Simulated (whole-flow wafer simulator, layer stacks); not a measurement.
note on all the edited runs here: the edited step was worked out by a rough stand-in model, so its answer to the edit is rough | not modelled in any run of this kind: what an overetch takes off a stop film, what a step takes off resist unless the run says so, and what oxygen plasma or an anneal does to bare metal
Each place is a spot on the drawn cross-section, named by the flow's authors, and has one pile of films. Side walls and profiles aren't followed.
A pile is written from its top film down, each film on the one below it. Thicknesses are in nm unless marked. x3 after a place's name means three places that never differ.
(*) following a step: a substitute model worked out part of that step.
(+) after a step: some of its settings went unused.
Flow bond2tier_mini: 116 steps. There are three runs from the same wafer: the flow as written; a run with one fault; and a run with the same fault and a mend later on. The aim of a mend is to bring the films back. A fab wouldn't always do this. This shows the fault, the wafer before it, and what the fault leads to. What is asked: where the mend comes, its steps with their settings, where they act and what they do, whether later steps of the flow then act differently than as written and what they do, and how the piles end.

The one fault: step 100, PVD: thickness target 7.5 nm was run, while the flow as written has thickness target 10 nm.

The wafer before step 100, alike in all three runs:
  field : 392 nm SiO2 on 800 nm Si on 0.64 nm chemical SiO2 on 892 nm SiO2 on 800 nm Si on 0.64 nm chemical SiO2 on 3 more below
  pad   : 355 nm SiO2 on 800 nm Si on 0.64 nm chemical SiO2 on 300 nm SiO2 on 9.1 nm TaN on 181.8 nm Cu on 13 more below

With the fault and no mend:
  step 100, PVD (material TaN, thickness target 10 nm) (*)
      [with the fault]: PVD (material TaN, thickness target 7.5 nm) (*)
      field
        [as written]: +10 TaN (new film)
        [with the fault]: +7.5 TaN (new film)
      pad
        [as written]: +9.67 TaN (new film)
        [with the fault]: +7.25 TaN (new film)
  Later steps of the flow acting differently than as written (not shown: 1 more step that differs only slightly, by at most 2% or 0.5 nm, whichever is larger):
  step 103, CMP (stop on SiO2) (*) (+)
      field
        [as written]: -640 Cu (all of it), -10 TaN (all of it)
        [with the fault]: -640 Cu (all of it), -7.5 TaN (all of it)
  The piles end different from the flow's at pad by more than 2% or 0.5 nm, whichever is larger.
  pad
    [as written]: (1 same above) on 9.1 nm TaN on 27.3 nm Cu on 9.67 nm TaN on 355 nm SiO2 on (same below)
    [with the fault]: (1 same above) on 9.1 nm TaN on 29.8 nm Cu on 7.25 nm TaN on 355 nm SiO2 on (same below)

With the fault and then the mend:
  The mend stands after step 100.
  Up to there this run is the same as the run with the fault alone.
  step 100a, PVD (material TaN, thickness target 2.5 nm) (*) (the flow's step 100, run once more with other settings)
      field
        +2.5 TaN
      pad
        +2.42 TaN
  Later steps of the flow that are run all act as written at every place that is followed.
  By the end, the piles equal the flow's at every place that both follow.
